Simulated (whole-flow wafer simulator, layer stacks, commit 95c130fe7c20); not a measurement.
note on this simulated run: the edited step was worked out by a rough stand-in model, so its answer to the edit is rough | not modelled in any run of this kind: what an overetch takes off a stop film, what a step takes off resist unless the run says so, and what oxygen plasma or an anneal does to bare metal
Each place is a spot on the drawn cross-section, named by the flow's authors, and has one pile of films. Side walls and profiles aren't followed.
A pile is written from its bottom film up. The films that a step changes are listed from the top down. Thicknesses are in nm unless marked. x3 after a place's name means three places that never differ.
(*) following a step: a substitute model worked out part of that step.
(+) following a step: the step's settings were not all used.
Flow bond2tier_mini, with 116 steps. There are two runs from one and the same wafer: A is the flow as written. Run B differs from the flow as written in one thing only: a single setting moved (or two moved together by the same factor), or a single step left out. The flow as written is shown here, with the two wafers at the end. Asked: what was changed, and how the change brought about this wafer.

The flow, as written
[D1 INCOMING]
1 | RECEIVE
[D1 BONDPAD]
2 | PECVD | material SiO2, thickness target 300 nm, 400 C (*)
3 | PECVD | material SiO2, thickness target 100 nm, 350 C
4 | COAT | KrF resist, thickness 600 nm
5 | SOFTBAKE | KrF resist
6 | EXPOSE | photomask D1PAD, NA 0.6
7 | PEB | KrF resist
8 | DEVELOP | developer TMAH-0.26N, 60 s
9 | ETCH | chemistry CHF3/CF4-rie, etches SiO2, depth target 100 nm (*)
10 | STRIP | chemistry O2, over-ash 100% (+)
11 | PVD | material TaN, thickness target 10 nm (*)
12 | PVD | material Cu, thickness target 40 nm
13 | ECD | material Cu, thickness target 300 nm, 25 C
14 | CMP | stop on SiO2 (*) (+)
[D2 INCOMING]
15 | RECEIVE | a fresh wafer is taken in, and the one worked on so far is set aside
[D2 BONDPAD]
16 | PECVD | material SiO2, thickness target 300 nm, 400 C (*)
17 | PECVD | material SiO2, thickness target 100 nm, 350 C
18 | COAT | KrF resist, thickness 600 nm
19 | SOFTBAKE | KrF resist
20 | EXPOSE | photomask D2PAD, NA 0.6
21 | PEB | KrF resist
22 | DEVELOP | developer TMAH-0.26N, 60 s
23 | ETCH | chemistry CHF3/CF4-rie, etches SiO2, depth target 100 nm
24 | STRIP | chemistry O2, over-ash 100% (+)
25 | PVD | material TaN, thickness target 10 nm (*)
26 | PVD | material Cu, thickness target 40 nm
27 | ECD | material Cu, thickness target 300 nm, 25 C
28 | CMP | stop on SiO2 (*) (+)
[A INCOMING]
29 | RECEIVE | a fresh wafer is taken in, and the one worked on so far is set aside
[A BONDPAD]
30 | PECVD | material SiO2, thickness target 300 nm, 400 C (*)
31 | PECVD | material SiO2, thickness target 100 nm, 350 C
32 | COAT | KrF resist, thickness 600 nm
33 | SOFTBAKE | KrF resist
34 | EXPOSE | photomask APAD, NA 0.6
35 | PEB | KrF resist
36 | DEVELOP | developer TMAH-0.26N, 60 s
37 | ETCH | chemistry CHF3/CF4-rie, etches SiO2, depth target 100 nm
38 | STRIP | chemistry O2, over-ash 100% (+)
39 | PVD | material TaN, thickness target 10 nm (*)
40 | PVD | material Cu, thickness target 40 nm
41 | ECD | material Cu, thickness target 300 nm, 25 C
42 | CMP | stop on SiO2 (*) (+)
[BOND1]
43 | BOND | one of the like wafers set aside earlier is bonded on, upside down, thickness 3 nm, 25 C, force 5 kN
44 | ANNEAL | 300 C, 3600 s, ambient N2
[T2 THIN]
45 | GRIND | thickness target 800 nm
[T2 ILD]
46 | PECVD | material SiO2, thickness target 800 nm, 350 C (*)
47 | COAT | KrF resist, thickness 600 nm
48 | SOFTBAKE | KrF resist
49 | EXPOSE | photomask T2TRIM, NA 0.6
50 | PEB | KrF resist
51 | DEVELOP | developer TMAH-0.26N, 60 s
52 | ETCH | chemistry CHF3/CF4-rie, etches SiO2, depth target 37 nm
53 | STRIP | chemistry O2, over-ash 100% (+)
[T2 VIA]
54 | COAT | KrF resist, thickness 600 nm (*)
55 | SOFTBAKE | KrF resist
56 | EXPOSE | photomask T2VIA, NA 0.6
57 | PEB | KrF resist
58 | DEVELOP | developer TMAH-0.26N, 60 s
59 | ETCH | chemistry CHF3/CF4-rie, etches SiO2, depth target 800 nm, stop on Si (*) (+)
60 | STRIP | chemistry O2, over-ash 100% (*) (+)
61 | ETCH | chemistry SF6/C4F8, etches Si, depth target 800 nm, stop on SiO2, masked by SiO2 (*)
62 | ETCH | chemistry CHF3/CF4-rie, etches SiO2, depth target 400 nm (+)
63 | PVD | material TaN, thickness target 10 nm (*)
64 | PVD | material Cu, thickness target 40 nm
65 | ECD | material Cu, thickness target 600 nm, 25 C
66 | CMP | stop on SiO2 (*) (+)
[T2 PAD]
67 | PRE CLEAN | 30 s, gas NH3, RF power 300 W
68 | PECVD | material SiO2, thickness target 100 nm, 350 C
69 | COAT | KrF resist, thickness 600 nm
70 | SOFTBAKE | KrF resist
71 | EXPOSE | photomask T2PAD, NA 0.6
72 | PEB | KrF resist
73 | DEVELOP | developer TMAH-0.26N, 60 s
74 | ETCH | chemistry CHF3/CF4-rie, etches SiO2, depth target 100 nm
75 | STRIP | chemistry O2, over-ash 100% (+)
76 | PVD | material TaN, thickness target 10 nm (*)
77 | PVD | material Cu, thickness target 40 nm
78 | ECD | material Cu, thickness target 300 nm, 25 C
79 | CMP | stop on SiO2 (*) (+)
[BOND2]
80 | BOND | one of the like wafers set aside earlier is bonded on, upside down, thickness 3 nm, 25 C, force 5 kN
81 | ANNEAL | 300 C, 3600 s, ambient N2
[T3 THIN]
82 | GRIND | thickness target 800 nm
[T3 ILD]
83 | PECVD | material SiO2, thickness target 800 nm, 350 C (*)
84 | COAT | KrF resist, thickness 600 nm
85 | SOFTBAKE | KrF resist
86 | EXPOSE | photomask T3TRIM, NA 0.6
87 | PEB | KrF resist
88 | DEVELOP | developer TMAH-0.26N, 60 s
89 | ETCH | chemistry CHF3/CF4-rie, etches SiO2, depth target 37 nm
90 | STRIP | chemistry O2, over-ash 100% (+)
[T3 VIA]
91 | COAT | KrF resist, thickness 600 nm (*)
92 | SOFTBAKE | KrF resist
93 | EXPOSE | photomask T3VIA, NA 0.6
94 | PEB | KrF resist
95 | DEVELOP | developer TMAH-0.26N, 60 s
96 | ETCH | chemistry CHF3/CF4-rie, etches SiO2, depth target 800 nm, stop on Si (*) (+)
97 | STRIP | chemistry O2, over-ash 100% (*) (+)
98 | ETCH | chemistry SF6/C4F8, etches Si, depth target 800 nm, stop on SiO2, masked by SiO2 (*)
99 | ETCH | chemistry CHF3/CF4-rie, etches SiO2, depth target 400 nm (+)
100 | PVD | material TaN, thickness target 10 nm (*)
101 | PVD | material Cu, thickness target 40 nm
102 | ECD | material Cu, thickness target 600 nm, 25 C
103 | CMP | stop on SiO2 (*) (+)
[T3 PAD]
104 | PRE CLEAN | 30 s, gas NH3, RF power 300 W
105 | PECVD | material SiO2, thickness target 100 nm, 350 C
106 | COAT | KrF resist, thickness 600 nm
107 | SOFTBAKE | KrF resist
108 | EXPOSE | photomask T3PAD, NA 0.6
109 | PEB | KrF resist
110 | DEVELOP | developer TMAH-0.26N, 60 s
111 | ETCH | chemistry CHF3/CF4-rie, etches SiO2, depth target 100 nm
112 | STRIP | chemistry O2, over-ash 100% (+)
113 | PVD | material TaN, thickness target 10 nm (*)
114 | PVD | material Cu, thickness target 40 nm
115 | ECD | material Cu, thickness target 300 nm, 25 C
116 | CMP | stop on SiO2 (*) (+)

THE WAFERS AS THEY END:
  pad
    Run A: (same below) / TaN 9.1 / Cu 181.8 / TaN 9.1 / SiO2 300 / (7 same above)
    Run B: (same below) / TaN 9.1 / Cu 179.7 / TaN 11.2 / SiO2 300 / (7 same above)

The reason: step 25, PVD: thickness target 12.3 nm was run, though the flow has thickness target 10 nm.

How this came from the change, step by step:
  25 | PVD | material TaN, thickness target 10 nm (*)
      field: A TaN gains 10 (new film) | B TaN gains 12.3 (new film)
      pad: A TaN gains 9.1 (new film) | B TaN gains 11.2 (new film)
      (also at 1 further place)
  28 | CMP | stop on SiO2 (*) (+)
      field: A Cu loses 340 (all of it), TaN loses 10 (all of it) | B Cu loses 340 (all of it), TaN loses 12.3 (all of it)
  80 | BOND | one of the like wafers set aside earlier is bonded on, upside down, thickness 3 nm, 25 C, force 5 kN
      pad: A Si gains 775 um (new film), chemical SiO2 gains 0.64 (new film), SiO2 gains 300 (new film), TaN gains 9.1 (new film), Cu gains 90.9 | B Si gains 775 um (new film), chemical SiO2 gains 0.64 (new film), SiO2 gains 300 (new film), TaN gains 11.2 (new film), Cu gains 88.8
